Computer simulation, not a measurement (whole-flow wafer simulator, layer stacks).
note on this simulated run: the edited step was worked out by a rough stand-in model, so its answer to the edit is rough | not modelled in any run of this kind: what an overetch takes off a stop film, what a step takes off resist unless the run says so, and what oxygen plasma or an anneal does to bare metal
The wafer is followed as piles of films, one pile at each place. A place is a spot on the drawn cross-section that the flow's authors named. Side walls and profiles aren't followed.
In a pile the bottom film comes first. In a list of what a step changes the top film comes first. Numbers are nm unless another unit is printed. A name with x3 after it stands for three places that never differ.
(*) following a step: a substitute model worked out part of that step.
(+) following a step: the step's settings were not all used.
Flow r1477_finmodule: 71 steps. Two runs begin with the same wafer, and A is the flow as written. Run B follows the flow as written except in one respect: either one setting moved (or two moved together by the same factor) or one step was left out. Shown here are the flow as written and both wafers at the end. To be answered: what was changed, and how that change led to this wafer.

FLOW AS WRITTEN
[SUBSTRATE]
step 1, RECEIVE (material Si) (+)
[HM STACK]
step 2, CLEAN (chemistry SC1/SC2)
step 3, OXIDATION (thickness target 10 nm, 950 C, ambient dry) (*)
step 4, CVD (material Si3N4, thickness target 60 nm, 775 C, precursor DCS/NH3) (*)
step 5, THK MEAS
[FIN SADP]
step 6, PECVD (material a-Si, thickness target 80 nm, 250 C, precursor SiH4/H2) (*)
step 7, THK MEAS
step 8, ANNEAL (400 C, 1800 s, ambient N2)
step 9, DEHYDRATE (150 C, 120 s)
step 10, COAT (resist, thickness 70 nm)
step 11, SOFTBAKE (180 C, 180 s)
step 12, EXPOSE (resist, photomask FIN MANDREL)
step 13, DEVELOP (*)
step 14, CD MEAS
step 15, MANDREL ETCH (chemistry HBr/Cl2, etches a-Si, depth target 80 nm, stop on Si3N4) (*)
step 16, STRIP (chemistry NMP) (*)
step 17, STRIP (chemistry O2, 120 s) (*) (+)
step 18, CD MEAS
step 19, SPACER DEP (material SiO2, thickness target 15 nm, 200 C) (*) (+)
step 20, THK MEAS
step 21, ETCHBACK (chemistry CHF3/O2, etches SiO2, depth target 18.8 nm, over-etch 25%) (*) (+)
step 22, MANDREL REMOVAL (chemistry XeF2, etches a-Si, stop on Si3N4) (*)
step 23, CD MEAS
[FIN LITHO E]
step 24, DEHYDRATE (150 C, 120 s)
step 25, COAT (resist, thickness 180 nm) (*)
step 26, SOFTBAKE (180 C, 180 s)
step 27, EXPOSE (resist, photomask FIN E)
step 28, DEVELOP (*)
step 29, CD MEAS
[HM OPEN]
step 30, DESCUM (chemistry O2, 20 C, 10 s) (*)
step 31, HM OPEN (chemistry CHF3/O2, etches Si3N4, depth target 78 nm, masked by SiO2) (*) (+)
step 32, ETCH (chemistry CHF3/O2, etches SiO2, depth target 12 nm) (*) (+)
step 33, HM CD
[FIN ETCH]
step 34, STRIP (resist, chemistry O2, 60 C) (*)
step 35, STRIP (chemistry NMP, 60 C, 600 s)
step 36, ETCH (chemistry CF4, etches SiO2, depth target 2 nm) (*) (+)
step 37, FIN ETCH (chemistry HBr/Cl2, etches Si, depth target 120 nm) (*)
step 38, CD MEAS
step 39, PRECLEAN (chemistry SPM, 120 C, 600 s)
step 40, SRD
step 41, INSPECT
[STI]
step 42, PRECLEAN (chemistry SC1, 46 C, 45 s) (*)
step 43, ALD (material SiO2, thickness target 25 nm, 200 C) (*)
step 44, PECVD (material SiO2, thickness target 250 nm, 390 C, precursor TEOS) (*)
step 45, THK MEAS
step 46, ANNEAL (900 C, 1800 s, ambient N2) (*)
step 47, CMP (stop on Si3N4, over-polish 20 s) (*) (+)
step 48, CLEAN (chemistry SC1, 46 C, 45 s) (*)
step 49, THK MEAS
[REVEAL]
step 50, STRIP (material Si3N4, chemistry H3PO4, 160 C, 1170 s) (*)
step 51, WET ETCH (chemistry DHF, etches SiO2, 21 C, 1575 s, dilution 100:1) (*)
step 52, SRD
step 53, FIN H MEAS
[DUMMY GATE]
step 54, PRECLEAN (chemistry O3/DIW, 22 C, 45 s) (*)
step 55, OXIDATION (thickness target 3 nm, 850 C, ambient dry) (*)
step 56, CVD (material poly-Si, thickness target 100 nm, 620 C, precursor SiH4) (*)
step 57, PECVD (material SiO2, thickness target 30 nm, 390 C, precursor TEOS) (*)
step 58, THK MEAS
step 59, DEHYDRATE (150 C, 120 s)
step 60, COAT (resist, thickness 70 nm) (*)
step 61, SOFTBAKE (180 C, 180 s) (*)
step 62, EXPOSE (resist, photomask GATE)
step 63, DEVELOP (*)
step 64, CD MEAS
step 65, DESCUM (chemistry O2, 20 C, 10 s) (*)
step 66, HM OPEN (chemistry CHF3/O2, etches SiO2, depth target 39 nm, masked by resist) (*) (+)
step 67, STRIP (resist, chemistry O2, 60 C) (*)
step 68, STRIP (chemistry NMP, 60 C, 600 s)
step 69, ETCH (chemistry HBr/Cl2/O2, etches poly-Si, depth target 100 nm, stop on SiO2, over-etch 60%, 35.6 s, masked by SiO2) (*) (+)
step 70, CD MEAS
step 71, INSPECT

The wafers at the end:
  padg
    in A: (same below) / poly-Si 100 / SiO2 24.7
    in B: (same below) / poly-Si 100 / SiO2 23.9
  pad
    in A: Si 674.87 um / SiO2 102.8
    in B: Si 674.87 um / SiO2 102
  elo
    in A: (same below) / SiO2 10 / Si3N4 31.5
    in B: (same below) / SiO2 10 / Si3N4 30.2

Cause: step 69, ETCH: depth target 115 nm was run, though the flow has depth target 100 nm; step 69, ETCH: 40.9 s was run, where the flow has 35.6 s.

The path from the change to this, step by step:
  step 69, ETCH (chemistry HBr/Cl2/O2, etches poly-Si, depth target 100 nm, stop on SiO2, over-etch 60%, 35.6 s, masked by SiO2) (*) (+)
      padg, elg, esg and 15 more: A -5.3 SiO2 | B -6.09 SiO2
      pad, eso, e40so and 8 more: A -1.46 chemical SiO2 (all of it), -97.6 poly-Si (all of it), -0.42 SiO2 | B -1.46 chemical SiO2 (all of it), -97.6 poly-Si (all of it), -1.22 SiO2
      (and at 4 other places as well)
